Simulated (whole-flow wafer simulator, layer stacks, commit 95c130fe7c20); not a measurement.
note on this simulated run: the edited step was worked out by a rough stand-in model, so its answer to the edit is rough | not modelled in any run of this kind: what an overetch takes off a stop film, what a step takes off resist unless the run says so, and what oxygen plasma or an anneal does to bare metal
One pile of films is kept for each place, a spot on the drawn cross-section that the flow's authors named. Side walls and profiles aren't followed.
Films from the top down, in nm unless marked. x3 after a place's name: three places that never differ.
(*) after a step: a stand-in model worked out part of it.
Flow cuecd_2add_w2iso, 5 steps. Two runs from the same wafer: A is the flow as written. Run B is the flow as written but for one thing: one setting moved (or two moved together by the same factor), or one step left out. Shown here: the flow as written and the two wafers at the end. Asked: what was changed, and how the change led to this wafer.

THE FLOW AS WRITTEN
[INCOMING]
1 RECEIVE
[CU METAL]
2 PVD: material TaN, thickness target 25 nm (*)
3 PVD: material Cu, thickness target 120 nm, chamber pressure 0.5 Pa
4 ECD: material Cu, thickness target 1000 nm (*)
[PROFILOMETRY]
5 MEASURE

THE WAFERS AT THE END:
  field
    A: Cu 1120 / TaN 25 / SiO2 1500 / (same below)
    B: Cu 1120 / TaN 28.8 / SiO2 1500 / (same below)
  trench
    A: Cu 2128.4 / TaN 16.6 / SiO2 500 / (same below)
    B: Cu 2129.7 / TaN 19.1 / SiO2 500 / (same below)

The cause: step 2, PVD: thickness target 28.8 nm was run, where the flow has thickness target 25 nm.
It can be read off the wafer: field has TaN 28.8, and step 2 as written asks for 25 nm.

How the change led to this, step by step:
  2 PVD: material TaN, thickness target 25 nm (*)
      field: A TaN +25 (new film) | B TaN +28.8 (new film)
      trench: A TaN +16.6 (new film) | B TaN +19.1 (new film)
